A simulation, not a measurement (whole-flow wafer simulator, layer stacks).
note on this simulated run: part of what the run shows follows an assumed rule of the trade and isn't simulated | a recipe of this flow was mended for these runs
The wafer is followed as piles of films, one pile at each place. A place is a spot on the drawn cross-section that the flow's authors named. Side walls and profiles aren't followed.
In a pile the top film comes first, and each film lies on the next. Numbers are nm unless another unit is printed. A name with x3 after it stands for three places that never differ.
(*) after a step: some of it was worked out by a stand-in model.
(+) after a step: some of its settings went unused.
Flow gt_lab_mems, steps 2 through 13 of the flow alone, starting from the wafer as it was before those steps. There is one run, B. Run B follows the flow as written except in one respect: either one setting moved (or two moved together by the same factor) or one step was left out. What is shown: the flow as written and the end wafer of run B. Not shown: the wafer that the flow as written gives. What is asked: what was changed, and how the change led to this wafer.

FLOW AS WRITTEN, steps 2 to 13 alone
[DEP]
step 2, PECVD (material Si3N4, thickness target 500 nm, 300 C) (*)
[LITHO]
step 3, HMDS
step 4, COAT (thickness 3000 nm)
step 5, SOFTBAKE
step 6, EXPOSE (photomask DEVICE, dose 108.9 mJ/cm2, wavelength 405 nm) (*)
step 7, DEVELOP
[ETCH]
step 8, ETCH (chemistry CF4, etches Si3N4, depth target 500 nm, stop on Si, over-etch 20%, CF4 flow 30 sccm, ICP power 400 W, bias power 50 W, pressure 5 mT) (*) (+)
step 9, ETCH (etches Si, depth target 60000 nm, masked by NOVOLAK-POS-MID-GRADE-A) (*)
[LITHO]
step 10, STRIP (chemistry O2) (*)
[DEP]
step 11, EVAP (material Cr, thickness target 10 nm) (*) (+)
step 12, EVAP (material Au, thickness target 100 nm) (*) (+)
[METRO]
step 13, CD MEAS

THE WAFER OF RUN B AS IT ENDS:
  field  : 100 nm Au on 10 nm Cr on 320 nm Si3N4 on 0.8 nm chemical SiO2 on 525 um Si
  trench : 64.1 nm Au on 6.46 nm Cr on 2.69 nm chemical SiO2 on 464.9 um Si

The reason: step 2, PECVD: thickness target 320 nm was run, while the flow as written has thickness target 500 nm.
One can read it off the wafer: field has Si3N4 320, and step 2 as written asks for 500 nm.

How this came from the change, step by step:
  step 2, PECVD (material Si3N4, thickness target 500 nm, 300 C) (*)
      field, trench: Si3N4 gains 320 (new film) (as written it would have been: Si3N4 gains 500 (new film))
  step 8, ETCH (chemistry CF4, etches Si3N4, depth target 500 nm, stop on Si, over-etch 20%, CF4 flow 30 sccm, ICP power 400 W, bias power 50 W, pressure 5 mT) (*) (+)
      field: g/i-line-resist loses 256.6 (as written it would have been: g/i-line-resist loses 400)
      trench: Si3N4 loses 320 (all of it), chemical SiO2 loses 0.8 (all of it), Si loses 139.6 (as written it would have been: Si3N4 loses 500 (all of it), chemical SiO2 loses 0.8 (all of it), Si loses 49.6)
  step 10, STRIP (chemistry O2) (*)
      field: g/i-line-resist loses 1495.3 (all of it) (as written it would have been: g/i-line-resist loses 1352 (all of it))
